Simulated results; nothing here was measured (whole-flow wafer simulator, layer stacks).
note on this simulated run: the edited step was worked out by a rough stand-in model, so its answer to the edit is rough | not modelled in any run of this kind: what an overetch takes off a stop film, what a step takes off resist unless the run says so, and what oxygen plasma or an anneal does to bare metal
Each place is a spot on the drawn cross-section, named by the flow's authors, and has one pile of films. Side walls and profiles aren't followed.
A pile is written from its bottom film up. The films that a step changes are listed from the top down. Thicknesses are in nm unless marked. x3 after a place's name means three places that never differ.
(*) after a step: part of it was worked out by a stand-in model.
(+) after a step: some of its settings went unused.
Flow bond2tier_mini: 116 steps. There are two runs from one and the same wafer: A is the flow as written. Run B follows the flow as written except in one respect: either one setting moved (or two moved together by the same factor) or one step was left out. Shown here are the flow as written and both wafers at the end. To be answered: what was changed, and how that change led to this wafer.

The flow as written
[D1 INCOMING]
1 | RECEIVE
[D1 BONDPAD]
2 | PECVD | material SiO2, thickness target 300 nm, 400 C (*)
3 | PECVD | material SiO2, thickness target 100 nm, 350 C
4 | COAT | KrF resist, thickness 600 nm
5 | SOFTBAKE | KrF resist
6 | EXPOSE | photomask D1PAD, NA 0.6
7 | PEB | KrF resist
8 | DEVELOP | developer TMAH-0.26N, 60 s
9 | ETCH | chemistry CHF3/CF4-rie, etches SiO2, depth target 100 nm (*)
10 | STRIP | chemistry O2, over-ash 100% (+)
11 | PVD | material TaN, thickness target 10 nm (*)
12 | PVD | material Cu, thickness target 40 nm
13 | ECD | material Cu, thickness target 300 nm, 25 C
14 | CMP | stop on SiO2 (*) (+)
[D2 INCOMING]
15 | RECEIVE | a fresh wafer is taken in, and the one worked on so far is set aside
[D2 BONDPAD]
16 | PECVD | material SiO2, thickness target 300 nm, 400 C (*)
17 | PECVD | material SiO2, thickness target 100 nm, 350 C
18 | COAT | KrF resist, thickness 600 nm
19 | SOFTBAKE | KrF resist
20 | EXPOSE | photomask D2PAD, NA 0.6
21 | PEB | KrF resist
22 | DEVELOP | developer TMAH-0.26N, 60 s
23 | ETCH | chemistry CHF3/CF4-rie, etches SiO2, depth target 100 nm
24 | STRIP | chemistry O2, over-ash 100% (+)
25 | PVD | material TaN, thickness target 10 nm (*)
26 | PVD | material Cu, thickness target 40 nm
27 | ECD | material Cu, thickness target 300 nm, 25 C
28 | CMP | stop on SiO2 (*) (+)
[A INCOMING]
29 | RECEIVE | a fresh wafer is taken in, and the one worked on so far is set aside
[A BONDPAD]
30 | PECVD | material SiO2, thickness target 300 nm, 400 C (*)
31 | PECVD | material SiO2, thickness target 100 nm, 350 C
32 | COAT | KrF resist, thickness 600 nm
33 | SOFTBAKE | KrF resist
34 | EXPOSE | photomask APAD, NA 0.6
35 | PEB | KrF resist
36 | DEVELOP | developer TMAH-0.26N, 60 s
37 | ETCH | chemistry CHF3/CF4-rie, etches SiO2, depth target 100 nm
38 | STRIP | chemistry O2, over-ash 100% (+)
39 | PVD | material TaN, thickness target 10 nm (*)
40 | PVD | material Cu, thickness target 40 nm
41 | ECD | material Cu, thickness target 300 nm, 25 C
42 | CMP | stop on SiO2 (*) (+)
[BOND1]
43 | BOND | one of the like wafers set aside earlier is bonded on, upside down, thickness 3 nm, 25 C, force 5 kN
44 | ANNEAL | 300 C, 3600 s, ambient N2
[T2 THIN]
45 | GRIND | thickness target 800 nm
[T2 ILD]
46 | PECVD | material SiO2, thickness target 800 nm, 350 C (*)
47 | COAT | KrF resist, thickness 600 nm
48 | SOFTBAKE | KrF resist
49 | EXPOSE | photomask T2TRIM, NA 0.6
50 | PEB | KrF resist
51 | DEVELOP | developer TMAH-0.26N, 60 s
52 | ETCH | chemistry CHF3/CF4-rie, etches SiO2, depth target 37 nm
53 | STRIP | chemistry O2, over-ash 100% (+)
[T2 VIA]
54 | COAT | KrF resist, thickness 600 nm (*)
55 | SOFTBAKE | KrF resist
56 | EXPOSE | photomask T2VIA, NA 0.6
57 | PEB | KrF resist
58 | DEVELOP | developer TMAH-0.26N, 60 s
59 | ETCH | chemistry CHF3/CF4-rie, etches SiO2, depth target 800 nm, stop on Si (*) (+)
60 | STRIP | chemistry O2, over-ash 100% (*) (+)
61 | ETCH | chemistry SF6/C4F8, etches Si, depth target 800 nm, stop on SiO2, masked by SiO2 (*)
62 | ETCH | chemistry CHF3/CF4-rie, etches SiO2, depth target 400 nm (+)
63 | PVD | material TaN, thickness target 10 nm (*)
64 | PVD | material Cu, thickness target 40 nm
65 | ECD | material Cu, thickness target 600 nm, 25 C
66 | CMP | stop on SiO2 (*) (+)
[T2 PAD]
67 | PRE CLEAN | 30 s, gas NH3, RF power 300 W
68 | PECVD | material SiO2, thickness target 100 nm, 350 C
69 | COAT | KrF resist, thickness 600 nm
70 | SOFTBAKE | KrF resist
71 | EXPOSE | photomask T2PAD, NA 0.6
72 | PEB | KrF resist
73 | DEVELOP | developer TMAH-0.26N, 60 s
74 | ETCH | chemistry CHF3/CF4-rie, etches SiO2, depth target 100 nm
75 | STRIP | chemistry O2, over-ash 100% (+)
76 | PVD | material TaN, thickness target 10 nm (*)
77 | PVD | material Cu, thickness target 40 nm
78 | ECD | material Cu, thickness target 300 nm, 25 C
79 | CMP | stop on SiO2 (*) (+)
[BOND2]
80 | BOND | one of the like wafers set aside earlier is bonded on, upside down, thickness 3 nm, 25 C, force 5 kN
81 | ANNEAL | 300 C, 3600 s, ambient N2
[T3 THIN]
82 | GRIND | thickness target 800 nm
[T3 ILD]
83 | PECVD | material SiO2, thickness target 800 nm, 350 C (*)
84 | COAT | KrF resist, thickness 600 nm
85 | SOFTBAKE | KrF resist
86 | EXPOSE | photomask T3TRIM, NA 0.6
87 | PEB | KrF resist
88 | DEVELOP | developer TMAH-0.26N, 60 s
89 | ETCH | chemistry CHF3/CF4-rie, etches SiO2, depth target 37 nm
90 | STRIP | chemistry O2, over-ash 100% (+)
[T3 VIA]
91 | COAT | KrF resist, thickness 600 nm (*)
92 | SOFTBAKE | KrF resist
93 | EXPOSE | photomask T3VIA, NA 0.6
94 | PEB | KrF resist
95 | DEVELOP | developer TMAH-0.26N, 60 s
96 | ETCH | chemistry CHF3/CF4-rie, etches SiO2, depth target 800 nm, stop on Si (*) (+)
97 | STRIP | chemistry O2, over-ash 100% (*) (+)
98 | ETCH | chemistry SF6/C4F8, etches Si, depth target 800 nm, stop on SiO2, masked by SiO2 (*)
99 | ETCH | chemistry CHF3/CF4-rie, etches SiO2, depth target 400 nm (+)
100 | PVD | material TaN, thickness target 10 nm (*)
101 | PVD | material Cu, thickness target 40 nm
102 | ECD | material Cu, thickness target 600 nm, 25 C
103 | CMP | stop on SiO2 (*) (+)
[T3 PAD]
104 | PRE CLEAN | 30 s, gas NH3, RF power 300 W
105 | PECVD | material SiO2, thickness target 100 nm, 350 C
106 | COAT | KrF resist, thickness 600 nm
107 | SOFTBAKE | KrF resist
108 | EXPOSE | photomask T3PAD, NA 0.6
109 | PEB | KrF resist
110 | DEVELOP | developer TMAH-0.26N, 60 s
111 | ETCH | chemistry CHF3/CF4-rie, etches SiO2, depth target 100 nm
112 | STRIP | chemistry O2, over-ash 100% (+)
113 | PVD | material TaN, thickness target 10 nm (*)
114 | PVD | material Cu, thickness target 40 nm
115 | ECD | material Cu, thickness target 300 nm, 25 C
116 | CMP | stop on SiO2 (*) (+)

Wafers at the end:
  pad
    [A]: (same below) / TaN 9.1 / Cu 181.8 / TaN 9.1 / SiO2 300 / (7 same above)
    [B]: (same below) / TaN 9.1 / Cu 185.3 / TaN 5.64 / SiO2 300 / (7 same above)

The reason: step 25, PVD: thickness target 6.2 nm was run, while the flow as written has thickness target 10 nm.

The path from the change to this, step by step:
  25 | PVD | material TaN, thickness target 10 nm (*)
      field: A TaN gains 10 (new film) | B TaN gains 6.2 (new film)
      pad: A TaN gains 9.1 (new film) | B TaN gains 5.64 (new film)
      (as well as at 1 more place)
  28 | CMP | stop on SiO2 (*) (+)
      field: A Cu loses 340 (all of it), TaN loses 10 (all of it) | B Cu loses 340 (all of it), TaN loses 6.2 (all of it)
  80 | BOND | one of the like wafers set aside earlier is bonded on, upside down, thickness 3 nm, 25 C, force 5 kN
      pad: A Si gains 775 um (new film), chemical SiO2 gains 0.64 (new film), SiO2 gains 300 (new film), TaN gains 9.1 (new film), Cu gains 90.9 | B Si gains 775 um (new film), chemical SiO2 gains 0.64 (new film), SiO2 gains 300 (new film), TaN gains 5.64 (new film), Cu gains 94.4
